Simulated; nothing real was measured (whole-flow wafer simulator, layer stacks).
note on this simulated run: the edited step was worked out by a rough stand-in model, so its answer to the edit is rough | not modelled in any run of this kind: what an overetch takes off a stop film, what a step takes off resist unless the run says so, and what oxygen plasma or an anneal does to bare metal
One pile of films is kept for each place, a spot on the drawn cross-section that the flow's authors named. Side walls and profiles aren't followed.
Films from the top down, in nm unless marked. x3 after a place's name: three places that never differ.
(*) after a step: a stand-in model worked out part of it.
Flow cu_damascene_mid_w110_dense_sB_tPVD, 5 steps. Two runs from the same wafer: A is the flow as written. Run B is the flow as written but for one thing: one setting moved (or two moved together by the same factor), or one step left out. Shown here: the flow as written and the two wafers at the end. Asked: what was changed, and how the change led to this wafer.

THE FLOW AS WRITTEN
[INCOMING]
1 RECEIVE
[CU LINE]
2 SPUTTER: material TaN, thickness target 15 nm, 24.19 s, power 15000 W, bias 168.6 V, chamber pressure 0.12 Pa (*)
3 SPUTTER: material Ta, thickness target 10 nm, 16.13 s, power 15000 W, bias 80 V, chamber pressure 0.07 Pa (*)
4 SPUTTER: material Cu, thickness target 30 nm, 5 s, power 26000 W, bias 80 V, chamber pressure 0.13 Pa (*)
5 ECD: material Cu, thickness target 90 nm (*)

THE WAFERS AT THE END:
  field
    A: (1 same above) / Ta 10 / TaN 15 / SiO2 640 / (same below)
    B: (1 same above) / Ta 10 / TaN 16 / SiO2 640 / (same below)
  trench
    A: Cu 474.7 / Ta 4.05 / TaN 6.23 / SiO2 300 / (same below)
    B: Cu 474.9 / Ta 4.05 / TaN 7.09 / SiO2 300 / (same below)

The cause: step 2, SPUTTER: bias 128.1 V was run, where the flow has bias 168.6 V.

How the change led to this, step by step:
  2 SPUTTER: material TaN, thickness target 15 nm, 24.19 s, power 15000 W, bias 168.6 V, chamber pressure 0.12 Pa (*)
      field: A TaN +15 (new film) | B TaN +16 (new film)
      trench: A TaN +6.23 (new film) | B TaN +7.09 (new film)
